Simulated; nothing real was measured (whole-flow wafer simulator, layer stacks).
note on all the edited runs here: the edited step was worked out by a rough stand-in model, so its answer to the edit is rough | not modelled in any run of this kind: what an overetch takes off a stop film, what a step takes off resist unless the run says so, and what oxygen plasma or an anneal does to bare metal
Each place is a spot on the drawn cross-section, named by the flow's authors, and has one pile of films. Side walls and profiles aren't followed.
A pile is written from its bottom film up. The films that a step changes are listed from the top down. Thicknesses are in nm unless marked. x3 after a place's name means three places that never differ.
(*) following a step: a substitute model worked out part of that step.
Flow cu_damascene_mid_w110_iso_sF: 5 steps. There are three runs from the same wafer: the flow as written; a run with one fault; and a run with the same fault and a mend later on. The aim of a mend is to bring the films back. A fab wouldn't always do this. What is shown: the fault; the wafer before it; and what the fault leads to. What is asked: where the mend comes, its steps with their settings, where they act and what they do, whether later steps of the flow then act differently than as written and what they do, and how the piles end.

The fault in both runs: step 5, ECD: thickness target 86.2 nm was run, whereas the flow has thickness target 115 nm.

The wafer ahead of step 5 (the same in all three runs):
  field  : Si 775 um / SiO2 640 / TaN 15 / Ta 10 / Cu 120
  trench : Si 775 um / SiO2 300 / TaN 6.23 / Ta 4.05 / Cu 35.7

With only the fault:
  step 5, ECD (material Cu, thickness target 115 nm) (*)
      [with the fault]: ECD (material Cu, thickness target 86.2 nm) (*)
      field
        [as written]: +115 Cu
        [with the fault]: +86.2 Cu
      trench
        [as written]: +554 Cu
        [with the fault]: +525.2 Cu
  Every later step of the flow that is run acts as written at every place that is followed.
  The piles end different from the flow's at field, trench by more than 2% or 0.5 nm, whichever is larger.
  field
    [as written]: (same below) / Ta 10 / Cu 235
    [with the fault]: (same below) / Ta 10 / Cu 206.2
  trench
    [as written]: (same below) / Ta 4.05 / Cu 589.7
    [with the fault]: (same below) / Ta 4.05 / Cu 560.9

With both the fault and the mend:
  The mend stands after step 5.
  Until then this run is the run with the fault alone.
  step 5a, ECD (material Cu, thickness target 28.8 nm) (a further turn of the flow's step 5, with different settings)
      field, trench
        +28.8 Cu
  Every later step of the flow that is run acts as written at every place that is followed.
  At every place that both follow, the piles at the end match the flow's.
